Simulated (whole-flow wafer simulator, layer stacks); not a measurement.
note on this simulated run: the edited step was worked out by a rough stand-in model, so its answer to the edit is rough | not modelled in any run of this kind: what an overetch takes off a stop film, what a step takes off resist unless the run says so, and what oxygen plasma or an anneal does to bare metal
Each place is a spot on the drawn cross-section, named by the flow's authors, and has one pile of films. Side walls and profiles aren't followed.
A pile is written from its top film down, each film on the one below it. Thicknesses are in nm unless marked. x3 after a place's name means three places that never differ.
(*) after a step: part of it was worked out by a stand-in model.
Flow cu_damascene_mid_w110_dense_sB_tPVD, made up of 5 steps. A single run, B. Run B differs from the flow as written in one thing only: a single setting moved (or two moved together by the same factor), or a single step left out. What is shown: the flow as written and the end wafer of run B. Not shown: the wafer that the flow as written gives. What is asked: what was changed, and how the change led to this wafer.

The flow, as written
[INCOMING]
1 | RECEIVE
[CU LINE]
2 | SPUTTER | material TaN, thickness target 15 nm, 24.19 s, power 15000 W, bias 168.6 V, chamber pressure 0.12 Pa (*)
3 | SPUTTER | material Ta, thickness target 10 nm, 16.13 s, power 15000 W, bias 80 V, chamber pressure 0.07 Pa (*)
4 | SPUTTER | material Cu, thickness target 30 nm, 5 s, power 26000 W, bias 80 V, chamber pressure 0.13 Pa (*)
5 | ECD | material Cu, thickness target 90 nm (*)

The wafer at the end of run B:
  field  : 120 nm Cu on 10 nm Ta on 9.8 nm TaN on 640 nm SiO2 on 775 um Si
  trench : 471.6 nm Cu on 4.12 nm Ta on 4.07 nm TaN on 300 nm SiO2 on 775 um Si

What caused this: step 2, SPUTTER: thickness target 9.8 nm was run, though the flow has thickness target 15 nm; step 2, SPUTTER: 15.72 s was run, where the flow has 24.19 s.
One can read it off the wafer: field has TaN 9.8, and step 2 as written asks for 15 nm.

Step by step, how the change led to this:
  2 | SPUTTER | material TaN, thickness target 15 nm, 24.19 s, power 15000 W, bias 168.6 V, chamber pressure 0.12 Pa (*)
      field: +9.8 TaN (new film) (as written it would have been: +15 TaN (new film))
      trench: +4.07 TaN (new film) (as written it would have been: +6.23 TaN (new film))
